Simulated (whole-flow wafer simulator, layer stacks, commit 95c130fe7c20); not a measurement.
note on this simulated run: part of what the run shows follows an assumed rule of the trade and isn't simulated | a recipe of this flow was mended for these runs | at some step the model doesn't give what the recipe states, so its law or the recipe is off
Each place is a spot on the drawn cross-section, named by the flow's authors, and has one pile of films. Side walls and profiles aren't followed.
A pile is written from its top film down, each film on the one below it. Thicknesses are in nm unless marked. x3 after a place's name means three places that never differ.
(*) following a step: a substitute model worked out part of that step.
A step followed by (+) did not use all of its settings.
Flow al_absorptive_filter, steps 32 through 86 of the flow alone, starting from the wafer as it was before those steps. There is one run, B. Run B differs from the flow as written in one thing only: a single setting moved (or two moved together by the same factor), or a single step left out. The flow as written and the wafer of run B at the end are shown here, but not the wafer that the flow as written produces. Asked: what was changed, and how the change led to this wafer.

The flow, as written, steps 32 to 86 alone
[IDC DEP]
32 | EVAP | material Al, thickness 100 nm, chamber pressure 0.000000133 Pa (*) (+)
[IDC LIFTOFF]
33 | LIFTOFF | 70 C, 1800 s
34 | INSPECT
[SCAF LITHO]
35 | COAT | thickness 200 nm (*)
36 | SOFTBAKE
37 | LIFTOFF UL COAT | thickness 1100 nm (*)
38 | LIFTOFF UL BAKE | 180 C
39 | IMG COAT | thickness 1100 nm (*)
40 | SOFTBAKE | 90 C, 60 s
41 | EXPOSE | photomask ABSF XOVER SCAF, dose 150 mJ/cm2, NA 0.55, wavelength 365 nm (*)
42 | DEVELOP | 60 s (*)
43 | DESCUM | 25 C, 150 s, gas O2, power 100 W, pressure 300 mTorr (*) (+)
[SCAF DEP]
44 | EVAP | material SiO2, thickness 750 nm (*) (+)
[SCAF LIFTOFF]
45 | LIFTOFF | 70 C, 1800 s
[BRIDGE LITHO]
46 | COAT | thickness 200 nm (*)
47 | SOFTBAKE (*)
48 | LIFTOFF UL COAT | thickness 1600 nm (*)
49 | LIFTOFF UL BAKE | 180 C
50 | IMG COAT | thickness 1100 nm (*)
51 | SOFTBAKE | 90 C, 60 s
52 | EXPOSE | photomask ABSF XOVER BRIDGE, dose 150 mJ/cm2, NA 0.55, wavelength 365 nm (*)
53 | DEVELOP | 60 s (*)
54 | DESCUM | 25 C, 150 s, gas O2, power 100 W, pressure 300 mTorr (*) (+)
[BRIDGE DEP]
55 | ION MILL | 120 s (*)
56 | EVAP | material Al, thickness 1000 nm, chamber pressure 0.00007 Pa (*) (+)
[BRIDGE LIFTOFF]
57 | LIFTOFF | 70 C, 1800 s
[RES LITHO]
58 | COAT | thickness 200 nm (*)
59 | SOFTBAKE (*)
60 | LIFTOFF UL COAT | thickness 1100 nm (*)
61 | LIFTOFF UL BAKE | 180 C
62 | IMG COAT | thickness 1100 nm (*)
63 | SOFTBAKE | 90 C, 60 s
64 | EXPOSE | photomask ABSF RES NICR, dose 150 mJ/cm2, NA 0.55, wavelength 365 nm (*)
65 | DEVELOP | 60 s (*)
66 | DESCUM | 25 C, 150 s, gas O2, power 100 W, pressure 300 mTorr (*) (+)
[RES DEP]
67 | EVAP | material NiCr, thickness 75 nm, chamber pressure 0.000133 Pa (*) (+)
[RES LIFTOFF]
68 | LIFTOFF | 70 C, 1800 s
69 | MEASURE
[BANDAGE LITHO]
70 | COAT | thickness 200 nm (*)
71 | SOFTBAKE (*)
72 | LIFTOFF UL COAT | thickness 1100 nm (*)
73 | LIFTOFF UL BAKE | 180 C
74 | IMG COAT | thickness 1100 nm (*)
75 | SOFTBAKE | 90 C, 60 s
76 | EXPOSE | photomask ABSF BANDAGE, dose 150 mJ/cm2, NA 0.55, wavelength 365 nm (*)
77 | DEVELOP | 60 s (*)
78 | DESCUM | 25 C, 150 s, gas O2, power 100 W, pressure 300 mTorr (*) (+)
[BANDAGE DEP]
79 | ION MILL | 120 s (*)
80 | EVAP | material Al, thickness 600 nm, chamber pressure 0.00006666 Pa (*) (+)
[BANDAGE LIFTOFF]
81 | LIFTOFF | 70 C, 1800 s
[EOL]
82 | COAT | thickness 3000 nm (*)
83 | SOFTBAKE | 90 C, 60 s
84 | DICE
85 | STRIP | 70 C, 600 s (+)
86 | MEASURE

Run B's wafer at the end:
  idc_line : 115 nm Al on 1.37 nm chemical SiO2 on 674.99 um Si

The reason: step 32, EVAP: thickness 115 nm was run, though the flow has thickness 100 nm.
The wafer itself shows it: idc_line has Al 115, and step 32 as written asks for 100 nm.

The path from the change to this, step by step:
  32 | EVAP | material Al, thickness 100 nm, chamber pressure 0.000000133 Pa (*) (+)
      gnd, pad_far, pad_near and 11 more: Al gains 115 (new film) (as written it would have been: Al gains 100 (new film))
  33 | LIFTOFF | 70 C, 1800 s
      gnd, xa_field, xa_margin, xa_strip, xl_land, idc_field, idc_space: Al loses 115 (all of it), e-beam-resist loses 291 (all of it) (as written it would have been: Al loses 100 (all of it), e-beam-resist loses 291 (all of it))
      pad_far: Al loses 115 (all of it), e-beam-resist loses 287 (all of it) (as written it would have been: Al loses 100 (all of it), e-beam-resist loses 287 (all of it))
      (and at 5 other places as well)
  35 | COAT | thickness 200 nm (*)
      idc_line: acrylic-e-beam-resist gains 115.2 (new film) (as written it would have been: acrylic-e-beam-resist gains 125.3 (new film))
      idc_space: acrylic-e-beam-resist gains 233.7 (new film) (as written it would have been: acrylic-e-beam-resist gains 228.2 (new film))
  45 | LIFTOFF | 70 C, 1800 s
      idc_line: SiO2 loses 750 (all of it), i-line-resist loses 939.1 (all of it), lift-off-underlayer loses 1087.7 (all of it), acrylic-e-beam-resist loses 115.2 (all of it) (as written it would have been: SiO2 loses 750 (all of it), i-line-resist loses 939.2 (all of it), lift-off-underlayer loses 1090 (all of it), acrylic-e-beam-resist loses 125.3 (all of it))
      idc_space: SiO2 loses 750 (all of it), i-line-resist loses 939.1 (all of it), lift-off-underlayer loses 1085 (all of it), acrylic-e-beam-resist loses 233.7 (all of it) (as written it would have been: SiO2 loses 750 (all of it), i-line-resist loses 939.1 (all of it), lift-off-underlayer loses 1087.8 (all of it), acrylic-e-beam-resist loses 228.2 (all of it))
  46 | COAT | thickness 200 nm (*)
      idc_line: acrylic-e-beam-resist gains 120.8 (new film) (as written it would have been: acrylic-e-beam-resist gains 129.8 (new film))
      idc_space: acrylic-e-beam-resist gains 235.6 (new film) (as written it would have been: acrylic-e-beam-resist gains 229.8 (new film))
  57 | LIFTOFF | 70 C, 1800 s
      idc_line: Al loses 1000 (all of it), i-line-resist loses 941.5 (all of it), lift-off-underlayer loses 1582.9 (all of it), acrylic-e-beam-resist loses 120.8 (all of it) (as written it would have been: Al loses 1000 (all of it), i-line-resist loses 941.5 (all of it), lift-off-underlayer loses 1586.1 (all of it), acrylic-e-beam-resist loses 129.8 (all of it))
      idc_space: Al loses 1000 (all of it), i-line-resist loses 941.5 (all of it), lift-off-underlayer loses 1583.8 (all of it), acrylic-e-beam-resist loses 235.6 (all of it) (as written it would have been: Al loses 1000 (all of it), i-line-resist loses 941.5 (all of it), lift-off-underlayer loses 1586.9 (all of it), acrylic-e-beam-resist loses 229.8 (all of it))
  58 | COAT | thickness 200 nm (*)
      idc_line: acrylic-e-beam-resist gains 120.8 (new film) (as written it would have been: acrylic-e-beam-resist gains 129.8 (new film))
      idc_space: acrylic-e-beam-resist gains 235.6 (new film) (as written it would have been: acrylic-e-beam-resist gains 229.8 (new film))
  68 | LIFTOFF | 70 C, 1800 s
      idc_line: NiCr loses 75 (all of it), i-line-resist loses 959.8 (all of it), lift-off-underlayer loses 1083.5 (all of it), acrylic-e-beam-resist loses 120.8 (all of it) (as written it would have been: NiCr loses 75 (all of it), i-line-resist loses 959.8 (all of it), lift-off-underlayer loses 1086.6 (all of it), acrylic-e-beam-resist loses 129.8 (all of it))
      idc_space: NiCr loses 75 (all of it), i-line-resist loses 959.7 (all of it), lift-off-underlayer loses 1084.5 (all of it), acrylic-e-beam-resist loses 235.6 (all of it) (as written it would have been: NiCr loses 75 (all of it), i-line-resist loses 959.8 (all of it), lift-off-underlayer loses 1087.4 (all of it), acrylic-e-beam-resist loses 229.8 (all of it))
  70 | COAT | thickness 200 nm (*)
      idc_line: acrylic-e-beam-resist gains 120.8 (new film) (as written it would have been: acrylic-e-beam-resist gains 129.8 (new film))
      idc_space: acrylic-e-beam-resist gains 235.6 (new film) (as written it would have been: acrylic-e-beam-resist gains 229.8 (new film))
  81 | LIFTOFF | 70 C, 1800 s
      idc_line: Al loses 600 (all of it), i-line-resist loses 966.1 (all of it), lift-off-underlayer loses 1083.5 (all of it), acrylic-e-beam-resist loses 120.8 (all of it) (as written it would have been: Al loses 600 (all of it), i-line-resist loses 966.1 (all of it), lift-off-underlayer loses 1086.6 (all of it), acrylic-e-beam-resist loses 129.8 (all of it))
      idc_space: Al loses 600 (all of it), i-line-resist loses 966 (all of it), lift-off-underlayer loses 1084.5 (all of it), acrylic-e-beam-resist loses 235.6 (all of it) (as written it would have been: Al loses 600 (all of it), i-line-resist loses 966.1 (all of it), lift-off-underlayer loses 1087.4 (all of it), acrylic-e-beam-resist loses 229.8 (all of it))
